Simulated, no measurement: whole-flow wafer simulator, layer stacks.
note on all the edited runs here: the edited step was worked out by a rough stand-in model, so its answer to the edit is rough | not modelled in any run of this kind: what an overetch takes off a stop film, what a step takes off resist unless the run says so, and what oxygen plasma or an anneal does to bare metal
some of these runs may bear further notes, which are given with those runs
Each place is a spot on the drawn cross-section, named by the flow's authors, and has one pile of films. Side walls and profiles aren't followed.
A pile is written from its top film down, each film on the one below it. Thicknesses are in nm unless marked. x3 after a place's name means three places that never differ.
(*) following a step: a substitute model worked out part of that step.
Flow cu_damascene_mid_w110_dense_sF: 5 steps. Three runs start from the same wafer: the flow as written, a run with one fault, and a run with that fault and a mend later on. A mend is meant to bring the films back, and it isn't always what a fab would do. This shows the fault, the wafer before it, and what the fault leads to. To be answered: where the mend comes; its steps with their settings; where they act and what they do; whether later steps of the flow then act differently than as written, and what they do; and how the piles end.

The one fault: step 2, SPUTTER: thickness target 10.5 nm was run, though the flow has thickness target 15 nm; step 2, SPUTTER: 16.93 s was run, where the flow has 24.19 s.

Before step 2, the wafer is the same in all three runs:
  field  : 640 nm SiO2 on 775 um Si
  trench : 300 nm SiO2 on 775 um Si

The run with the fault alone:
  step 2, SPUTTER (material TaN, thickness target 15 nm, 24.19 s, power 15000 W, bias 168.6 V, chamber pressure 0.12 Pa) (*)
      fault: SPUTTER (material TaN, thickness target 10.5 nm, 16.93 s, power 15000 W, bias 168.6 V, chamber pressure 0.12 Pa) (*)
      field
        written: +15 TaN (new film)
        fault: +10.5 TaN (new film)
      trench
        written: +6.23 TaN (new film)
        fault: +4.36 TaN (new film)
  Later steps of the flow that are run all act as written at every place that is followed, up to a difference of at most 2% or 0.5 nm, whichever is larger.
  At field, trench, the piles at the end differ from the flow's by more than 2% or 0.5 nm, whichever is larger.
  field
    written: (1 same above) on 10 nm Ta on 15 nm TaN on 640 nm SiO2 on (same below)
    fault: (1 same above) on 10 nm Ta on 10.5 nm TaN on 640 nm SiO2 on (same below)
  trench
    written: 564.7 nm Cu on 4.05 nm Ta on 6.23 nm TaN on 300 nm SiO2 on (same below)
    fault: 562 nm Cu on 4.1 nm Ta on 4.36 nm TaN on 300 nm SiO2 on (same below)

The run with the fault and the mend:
  The mend follows step 2.
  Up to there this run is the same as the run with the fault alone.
  step 2a, SPUTTER (material TaN, thickness target 4.5 nm, 7.257 s, power 15000 W, bias 168.6 V, chamber pressure 0.12 Pa) (*) (the flow's step 2 again, with other settings)
      field
        +4.5 TaN
      trench
        +1.8 TaN
  Later steps of the flow that are run all act as written at every place that is followed, up to a difference of at most 2% or 0.5 nm, whichever is larger.
  The piles end only slightly different from the flow's at the places that both follow, by no more than 2% or 0.5 nm, whichever is larger.
